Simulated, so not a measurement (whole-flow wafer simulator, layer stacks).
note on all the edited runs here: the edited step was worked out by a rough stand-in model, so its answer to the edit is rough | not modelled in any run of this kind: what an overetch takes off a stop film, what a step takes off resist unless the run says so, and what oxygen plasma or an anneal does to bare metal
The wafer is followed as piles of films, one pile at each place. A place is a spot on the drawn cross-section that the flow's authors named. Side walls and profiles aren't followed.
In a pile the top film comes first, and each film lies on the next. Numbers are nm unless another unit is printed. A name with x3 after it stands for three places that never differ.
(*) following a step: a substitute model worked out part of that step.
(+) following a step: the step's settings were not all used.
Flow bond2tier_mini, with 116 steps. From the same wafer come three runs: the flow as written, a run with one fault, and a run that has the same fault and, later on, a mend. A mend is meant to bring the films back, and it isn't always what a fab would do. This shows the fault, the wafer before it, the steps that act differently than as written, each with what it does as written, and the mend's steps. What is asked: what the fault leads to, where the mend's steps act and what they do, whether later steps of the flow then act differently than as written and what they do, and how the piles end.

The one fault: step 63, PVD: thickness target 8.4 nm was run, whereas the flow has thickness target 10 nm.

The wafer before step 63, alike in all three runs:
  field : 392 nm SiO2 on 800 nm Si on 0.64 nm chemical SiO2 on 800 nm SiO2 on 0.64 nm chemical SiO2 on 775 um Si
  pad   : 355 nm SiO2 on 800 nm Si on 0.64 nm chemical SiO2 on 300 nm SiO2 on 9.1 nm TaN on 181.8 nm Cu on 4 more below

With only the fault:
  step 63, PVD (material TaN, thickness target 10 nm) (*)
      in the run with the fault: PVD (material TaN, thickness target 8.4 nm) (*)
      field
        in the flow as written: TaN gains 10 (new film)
        in the run with the fault: TaN gains 8.4 (new film)
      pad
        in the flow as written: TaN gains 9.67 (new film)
        in the run with the fault: TaN gains 8.12 (new film)
  Steps further on in the flow that do not act as written (1 other step is not shown; it differs only slightly, by no more than 2% or 0.5 nm, whichever is larger):
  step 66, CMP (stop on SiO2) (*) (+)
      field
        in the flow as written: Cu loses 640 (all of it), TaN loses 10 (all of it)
        in the run with the fault: Cu loses 640 (all of it), TaN loses 8.4 (all of it)
  The piles end different from the flow's at pad by more than 2% or 0.5 nm, whichever is larger.
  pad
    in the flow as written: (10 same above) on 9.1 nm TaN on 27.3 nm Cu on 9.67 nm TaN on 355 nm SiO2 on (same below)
    in the run with the fault: (10 same above) on 9.1 nm TaN on 28.9 nm Cu on 8.12 nm TaN on 355 nm SiO2 on (same below)

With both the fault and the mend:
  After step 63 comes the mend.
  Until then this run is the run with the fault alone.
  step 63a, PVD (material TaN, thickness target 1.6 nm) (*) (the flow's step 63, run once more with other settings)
      field
        TaN gains 1.6
      pad
        TaN gains 1.55
  Every later step of the flow that is run acts as written at every place that is followed.
  The piles end the same as the flow's at every place that both follow.
